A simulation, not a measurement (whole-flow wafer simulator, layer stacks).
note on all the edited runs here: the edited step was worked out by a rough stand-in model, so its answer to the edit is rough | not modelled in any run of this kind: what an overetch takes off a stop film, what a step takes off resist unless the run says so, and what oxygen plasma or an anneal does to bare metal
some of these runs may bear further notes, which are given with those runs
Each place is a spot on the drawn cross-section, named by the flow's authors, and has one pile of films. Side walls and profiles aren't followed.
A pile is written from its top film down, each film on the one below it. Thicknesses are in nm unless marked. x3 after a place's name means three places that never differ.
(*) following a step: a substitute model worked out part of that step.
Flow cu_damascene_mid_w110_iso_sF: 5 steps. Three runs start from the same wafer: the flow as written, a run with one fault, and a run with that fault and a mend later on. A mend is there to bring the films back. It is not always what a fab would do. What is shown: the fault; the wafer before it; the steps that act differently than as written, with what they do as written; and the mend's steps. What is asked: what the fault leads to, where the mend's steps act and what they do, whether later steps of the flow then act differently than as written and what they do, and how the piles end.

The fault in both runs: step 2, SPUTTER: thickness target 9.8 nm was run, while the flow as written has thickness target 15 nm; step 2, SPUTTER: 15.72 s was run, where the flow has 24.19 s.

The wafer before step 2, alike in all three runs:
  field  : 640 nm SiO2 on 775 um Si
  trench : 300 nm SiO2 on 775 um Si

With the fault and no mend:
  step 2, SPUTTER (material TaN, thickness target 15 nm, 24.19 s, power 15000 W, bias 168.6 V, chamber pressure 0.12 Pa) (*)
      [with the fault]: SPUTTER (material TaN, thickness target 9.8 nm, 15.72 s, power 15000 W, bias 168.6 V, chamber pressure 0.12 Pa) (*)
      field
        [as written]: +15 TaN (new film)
        [with the fault]: +9.8 TaN (new film)
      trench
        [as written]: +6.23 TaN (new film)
        [with the fault]: +4.07 TaN (new film)
  Every later step of the flow that is run acts as written, at every place that is followed, to within 2% or 0.5 nm, whichever is larger.
  The piles end different from the flow's at field, trench by more than 2% or 0.5 nm, whichever is larger.
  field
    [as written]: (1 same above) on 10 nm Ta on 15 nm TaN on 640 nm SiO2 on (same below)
    [with the fault]: (1 same above) on 10 nm Ta on 9.8 nm TaN on 640 nm SiO2 on (same below)
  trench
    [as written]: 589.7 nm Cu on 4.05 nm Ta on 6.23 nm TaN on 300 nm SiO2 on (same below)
    [with the fault]: 586.6 nm Cu on 4.12 nm Ta on 4.07 nm TaN on 300 nm SiO2 on (same below)

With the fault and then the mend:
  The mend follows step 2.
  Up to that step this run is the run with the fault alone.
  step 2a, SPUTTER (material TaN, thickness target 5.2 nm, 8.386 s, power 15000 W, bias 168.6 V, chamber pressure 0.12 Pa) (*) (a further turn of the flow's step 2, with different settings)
      field
        +5.2 TaN
      trench
        +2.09 TaN
  Every later step of the flow that is run acts as written, at every place that is followed, to within 2% or 0.5 nm, whichever is larger.
  At the end the piles are close to the flow's at the places that both follow, differing by at most 2% or 0.5 nm, whichever is larger.
